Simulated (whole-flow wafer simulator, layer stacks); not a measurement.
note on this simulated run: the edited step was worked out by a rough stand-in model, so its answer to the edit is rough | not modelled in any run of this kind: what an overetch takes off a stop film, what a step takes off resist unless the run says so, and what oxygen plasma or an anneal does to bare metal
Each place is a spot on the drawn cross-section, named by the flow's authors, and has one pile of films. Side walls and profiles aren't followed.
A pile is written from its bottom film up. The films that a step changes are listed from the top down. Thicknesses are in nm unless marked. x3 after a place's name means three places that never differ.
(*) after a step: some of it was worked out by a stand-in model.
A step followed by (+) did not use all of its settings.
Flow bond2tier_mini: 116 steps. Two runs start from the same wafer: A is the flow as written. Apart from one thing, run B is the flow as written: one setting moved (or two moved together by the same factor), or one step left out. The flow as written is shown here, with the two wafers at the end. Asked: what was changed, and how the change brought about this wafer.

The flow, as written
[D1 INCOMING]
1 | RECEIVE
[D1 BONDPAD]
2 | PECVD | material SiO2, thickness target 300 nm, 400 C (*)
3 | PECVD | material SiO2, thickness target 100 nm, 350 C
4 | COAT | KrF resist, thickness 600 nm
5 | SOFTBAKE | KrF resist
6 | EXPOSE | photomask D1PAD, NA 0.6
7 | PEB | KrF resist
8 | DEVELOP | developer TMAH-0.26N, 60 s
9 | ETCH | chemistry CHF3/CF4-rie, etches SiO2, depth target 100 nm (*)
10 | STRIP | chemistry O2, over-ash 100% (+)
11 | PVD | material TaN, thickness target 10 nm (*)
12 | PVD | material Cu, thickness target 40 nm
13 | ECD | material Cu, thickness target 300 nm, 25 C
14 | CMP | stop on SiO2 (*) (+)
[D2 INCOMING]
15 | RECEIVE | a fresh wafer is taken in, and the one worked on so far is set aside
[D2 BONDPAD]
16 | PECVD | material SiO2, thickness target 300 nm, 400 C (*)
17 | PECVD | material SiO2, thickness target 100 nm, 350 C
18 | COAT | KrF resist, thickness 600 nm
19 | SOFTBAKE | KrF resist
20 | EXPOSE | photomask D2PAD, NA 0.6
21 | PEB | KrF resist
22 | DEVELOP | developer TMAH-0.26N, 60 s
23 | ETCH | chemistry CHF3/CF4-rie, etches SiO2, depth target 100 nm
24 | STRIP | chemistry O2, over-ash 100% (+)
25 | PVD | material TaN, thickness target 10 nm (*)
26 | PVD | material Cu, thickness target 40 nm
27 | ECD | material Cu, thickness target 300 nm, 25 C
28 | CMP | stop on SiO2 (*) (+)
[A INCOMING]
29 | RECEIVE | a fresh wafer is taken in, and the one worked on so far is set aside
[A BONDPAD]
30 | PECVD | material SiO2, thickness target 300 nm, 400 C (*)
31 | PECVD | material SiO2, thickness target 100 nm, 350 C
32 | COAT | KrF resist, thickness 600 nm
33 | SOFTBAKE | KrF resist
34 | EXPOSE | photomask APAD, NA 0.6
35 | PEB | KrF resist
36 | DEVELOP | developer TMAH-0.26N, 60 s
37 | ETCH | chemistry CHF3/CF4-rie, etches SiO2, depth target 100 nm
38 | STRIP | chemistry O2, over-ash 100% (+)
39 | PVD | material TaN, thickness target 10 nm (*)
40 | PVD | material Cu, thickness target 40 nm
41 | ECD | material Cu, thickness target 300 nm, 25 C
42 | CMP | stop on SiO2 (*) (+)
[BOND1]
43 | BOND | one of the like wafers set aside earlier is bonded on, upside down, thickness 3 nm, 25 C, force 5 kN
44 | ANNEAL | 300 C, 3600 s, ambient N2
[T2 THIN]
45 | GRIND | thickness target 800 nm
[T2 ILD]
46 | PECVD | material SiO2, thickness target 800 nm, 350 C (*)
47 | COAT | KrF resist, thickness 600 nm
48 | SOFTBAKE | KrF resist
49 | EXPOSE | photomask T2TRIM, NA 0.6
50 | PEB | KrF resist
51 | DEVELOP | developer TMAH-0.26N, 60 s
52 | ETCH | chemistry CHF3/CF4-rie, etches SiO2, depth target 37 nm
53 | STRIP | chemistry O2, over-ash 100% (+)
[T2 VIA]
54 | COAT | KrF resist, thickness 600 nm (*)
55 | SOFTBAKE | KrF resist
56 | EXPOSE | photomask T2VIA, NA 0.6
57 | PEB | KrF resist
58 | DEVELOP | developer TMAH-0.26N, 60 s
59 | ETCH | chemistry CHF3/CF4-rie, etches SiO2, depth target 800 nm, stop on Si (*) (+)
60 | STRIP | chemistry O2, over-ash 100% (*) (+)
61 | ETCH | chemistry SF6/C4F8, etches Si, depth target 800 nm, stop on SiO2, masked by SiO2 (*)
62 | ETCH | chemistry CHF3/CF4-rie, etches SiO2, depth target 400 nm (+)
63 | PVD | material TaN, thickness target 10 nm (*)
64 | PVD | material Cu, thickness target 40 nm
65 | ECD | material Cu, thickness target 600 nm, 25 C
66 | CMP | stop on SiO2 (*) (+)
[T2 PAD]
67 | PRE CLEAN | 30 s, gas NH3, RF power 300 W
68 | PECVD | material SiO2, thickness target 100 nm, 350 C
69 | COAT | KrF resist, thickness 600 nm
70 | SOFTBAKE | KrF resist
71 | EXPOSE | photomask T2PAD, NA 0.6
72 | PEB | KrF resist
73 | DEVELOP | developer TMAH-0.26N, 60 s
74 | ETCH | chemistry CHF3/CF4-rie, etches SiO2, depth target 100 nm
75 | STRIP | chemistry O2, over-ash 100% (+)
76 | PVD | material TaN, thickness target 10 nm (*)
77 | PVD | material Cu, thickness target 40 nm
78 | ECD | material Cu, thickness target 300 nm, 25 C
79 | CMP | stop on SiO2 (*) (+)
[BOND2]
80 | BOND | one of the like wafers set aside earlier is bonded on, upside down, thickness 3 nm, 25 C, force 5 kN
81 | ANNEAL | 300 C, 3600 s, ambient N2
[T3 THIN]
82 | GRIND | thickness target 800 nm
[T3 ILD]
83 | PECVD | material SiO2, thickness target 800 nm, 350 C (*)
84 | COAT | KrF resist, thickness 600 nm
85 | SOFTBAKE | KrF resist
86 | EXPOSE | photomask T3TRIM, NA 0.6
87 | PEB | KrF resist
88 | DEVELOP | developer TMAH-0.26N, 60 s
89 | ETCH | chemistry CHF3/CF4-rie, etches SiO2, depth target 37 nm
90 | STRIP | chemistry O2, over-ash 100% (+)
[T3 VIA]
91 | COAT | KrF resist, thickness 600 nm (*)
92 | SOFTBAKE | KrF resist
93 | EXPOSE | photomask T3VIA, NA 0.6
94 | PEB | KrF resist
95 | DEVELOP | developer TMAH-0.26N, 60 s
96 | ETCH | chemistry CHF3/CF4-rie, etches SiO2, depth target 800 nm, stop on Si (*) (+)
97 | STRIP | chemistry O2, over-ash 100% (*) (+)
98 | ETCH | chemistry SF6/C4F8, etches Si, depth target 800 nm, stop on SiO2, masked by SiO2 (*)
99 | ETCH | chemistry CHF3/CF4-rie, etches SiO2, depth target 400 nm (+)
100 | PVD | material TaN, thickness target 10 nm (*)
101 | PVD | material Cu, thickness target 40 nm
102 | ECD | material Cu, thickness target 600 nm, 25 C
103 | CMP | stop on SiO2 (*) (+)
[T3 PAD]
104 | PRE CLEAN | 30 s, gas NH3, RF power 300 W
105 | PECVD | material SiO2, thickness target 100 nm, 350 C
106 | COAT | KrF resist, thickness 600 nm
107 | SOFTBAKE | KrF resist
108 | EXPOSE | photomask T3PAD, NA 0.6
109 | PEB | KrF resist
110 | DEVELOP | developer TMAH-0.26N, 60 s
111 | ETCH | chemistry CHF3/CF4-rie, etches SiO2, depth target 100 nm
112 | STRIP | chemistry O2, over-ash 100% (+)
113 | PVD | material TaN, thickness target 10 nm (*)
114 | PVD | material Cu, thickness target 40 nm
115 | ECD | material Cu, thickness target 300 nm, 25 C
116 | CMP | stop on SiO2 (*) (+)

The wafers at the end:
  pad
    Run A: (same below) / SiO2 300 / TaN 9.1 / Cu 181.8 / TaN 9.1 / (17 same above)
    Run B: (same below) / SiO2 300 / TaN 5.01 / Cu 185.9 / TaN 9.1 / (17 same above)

The reason: step 39, PVD: thickness target 5.5 nm was run, while the flow as written has thickness target 10 nm.

How this came from the change, step by step:
  39 | PVD | material TaN, thickness target 10 nm (*)
      field: A TaN gains 10 (new film) | B TaN gains 5.5 (new film)
      pad: A TaN gains 9.1 (new film) | B TaN gains 5.01 (new film)
      (and at 1 other place as well)
  42 | CMP | stop on SiO2 (*) (+)
      field: A Cu loses 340 (all of it), TaN loses 10 (all of it) | B Cu loses 340 (all of it), TaN loses 5.5 (all of it)
